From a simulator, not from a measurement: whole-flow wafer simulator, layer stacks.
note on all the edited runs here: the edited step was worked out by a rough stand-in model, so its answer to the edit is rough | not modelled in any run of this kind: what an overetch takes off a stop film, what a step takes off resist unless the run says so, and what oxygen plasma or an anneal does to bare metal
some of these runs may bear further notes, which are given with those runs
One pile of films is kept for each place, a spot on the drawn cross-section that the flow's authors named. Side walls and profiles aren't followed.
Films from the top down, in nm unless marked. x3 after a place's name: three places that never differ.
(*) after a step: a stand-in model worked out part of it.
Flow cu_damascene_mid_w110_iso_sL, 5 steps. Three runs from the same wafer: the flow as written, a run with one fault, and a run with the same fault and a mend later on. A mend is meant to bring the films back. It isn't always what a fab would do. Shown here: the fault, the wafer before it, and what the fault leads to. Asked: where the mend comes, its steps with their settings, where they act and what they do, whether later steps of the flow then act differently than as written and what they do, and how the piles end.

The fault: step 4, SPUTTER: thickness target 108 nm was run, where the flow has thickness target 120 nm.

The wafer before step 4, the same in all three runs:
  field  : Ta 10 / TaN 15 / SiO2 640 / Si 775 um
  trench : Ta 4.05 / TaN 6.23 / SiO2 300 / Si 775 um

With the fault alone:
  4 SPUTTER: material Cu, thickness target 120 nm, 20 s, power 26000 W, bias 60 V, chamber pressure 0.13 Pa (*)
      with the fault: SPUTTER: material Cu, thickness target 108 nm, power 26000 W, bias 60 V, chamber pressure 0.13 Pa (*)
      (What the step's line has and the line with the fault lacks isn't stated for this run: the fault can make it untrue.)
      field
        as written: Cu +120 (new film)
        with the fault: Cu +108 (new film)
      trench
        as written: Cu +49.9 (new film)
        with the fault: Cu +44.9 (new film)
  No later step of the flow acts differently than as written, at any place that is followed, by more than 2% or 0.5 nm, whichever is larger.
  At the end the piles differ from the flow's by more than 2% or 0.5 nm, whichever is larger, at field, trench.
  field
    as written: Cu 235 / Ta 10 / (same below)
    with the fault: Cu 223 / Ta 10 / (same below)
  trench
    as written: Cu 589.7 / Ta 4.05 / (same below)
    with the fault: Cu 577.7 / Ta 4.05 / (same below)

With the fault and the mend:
  The mend comes after step 4.
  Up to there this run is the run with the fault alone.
  4a SPUTTER: material Cu, thickness target 12 nm, power 26000 W, bias 60 V, chamber pressure 0.13 Pa (*) (the flow's step 4 once more, with other settings)
      field
        Cu +12
      trench
        Cu +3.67
  No later step of the flow acts differently than as written, at any place that is followed, by more than 2% or 0.5 nm, whichever is larger.
  At the end the piles are the same as the flow's at every place that both follow.
